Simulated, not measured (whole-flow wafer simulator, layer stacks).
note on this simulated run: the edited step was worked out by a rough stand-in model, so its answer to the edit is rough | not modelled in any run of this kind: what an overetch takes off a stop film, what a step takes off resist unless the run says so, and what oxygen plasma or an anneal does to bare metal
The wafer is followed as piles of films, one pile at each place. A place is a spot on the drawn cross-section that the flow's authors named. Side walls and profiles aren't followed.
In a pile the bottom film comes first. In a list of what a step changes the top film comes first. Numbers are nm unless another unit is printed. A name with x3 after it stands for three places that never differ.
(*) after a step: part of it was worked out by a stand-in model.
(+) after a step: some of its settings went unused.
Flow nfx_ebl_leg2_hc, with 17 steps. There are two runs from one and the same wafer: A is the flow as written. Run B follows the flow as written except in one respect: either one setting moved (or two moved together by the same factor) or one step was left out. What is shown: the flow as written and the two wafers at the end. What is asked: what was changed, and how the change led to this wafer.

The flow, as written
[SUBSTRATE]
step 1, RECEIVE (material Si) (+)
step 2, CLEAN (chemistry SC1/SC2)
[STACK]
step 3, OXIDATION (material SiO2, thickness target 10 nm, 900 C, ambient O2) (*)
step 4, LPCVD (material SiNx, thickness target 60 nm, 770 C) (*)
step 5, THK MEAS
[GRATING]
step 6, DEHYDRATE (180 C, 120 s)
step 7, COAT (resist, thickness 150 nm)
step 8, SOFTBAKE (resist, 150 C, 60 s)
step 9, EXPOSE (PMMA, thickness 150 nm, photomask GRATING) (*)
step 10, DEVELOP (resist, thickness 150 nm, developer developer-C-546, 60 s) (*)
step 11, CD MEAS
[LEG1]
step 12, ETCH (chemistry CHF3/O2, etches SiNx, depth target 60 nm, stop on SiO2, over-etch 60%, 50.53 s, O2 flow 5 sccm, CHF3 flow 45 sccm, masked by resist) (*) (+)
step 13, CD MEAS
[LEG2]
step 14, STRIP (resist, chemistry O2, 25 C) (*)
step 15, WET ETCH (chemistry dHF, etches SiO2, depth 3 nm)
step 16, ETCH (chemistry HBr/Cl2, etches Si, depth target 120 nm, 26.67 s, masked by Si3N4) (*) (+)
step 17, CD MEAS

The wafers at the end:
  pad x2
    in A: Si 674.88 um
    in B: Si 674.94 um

The reason: step 16, ETCH: depth target 51 nm was run, whereas the flow has depth target 120 nm.

Step by step, how the change led to this:
  step 16, ETCH (chemistry HBr/Cl2, etches Si, depth target 120 nm, 26.67 s, masked by Si3N4) (*) (+)
      pad x2: A -120 Si | B -51 Si
